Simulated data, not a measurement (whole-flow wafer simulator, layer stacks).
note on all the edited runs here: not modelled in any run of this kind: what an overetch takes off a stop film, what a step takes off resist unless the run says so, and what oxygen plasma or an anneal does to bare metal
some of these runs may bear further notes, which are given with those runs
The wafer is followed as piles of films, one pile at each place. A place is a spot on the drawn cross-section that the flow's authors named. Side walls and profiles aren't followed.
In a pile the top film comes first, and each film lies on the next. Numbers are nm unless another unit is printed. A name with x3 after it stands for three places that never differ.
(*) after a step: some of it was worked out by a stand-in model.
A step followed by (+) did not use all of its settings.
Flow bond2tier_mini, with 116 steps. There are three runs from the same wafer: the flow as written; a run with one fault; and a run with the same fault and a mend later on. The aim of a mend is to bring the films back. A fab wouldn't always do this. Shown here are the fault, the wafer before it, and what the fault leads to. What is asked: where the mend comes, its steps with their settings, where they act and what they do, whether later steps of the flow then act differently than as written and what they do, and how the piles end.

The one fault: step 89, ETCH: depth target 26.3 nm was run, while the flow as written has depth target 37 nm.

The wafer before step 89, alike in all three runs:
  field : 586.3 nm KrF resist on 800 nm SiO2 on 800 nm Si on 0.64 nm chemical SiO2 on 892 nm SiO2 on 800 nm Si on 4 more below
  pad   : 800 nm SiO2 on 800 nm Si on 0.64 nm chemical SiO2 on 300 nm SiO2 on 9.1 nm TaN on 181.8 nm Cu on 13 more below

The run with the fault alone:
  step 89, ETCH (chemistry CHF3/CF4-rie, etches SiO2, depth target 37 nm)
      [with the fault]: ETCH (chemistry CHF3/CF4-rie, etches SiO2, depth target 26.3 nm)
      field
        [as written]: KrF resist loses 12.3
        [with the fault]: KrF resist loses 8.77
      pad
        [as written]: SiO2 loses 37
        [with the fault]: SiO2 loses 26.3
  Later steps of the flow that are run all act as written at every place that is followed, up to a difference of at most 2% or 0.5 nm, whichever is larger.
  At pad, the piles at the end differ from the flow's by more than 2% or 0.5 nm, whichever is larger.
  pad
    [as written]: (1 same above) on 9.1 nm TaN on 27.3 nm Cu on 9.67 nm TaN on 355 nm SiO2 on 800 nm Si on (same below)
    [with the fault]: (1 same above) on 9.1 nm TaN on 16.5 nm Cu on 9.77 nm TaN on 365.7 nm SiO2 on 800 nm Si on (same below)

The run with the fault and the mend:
  The mend stands after step 90.
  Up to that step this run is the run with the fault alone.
  step 90a, COAT (KrF resist, thickness 600 nm) (*) (the flow's step 84, run once more)
      field
        KrF resist gains 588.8 (new film)
      pad
        KrF resist gains 611.6 (new film)
  step 90b, SOFTBAKE (KrF resist) (the flow's step 85, run once more)
      does not change any film at any place that is followed
  step 90c, EXPOSE (photomask T3TRIM, NA 0.6) (the flow's step 86, run once more)
      does not change any film at any place that is followed
  step 90d, PEB (KrF resist) (the flow's step 87, run once more)
      does not change any film at any place that is followed
  step 90e, DEVELOP (developer TMAH-0.26N, 60 s) (the flow's step 88, run once more)
      field
        KrF resist loses 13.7
      pad
        KrF resist loses 611.6 (all of it)
  step 90f, ETCH (chemistry CHF3/CF4-rie, etches SiO2, depth target 10.7 nm) (the flow's step 89, run once more with other settings)
      field
        KrF resist loses 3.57
      pad
        SiO2 loses 10.7
  step 90g, STRIP (chemistry O2, over-ash 100%) (+) (the flow's step 90, run once more)
      field
        KrF resist loses 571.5 (all of it)
  Later steps of the flow that are run all act as written at every place that is followed.
  The piles end the same as the flow's at every place that both follow.
